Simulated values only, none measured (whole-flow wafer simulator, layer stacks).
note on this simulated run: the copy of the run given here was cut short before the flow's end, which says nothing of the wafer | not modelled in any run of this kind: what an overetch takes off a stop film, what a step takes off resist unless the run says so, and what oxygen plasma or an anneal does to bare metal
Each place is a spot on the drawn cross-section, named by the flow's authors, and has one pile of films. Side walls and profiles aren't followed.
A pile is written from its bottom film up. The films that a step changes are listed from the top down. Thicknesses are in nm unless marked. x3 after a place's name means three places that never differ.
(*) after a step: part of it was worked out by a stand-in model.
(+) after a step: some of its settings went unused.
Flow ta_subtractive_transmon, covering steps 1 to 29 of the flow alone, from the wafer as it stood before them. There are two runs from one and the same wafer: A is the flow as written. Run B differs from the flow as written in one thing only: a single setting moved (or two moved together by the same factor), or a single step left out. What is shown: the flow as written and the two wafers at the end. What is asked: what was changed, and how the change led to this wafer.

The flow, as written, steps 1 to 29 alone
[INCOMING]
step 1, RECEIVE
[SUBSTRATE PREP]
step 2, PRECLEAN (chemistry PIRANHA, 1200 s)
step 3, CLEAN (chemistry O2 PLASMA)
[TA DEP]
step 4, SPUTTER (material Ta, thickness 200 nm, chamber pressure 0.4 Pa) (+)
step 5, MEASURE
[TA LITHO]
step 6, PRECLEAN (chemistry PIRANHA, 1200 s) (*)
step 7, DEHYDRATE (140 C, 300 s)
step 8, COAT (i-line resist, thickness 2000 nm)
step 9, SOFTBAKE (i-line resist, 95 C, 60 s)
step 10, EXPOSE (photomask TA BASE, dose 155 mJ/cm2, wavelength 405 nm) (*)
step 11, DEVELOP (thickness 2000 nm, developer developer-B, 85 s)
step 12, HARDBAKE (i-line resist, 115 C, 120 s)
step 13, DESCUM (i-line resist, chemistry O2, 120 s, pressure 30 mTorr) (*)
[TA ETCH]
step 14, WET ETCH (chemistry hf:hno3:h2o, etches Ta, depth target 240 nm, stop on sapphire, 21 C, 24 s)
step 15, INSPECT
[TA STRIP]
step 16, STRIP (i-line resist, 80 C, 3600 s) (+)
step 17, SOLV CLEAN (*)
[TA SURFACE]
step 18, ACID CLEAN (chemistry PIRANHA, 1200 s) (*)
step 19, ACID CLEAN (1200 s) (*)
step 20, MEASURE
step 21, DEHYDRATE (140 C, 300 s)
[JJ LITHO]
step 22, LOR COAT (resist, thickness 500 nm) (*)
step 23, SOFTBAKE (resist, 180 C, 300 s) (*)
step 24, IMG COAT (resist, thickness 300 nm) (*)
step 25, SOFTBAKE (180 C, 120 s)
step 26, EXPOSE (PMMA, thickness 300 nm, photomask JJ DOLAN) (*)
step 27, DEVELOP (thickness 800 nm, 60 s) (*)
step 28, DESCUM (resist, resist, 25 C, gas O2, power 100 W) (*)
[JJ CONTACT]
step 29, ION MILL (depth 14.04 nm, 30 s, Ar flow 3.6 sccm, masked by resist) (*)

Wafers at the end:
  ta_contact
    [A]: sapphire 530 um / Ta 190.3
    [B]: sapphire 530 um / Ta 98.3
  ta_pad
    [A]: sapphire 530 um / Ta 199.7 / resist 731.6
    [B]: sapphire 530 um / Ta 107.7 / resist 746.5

What caused this: step 4, SPUTTER: thickness 108 nm was run, while the flow as written has thickness 200 nm.

How this came from the change, step by step:
  step 4, SPUTTER (material Ta, thickness 200 nm, chamber pressure 0.4 Pa) (+)
      field x2, jj_line, lead, ta_contact, ta_pad: A Ta gains 200 (new film) | B Ta gains 108 (new film)
  step 14, WET ETCH (chemistry hf:hno3:h2o, etches Ta, depth target 240 nm, stop on sapphire, 21 C, 24 s)
      field x2, jj_line, lead: A Ta loses 200 (all of it) | B Ta loses 108 (all of it)
  step 22, LOR COAT (resist, thickness 500 nm) (*)
      lead: A resist gains 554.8 (new film) | B resist gains 530.6 (new film)
      ta_contact: A resist gains 443.8 (new film) | B resist gains 468.4 (new film)
  step 24, IMG COAT (resist, thickness 300 nm) (*)
      ta_contact: A resist gains 287.4 | B resist gains 293.4
      ta_pad: A resist gains 281.3 | B resist gains 289.7
  step 27, DEVELOP (thickness 800 nm, 60 s) (*)
      lead: A resist loses 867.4 (all of it) | B resist loses 837.3 (all of it)
      ta_contact: A resist loses 731.2 (all of it) | B resist loses 761.8 (all of it)
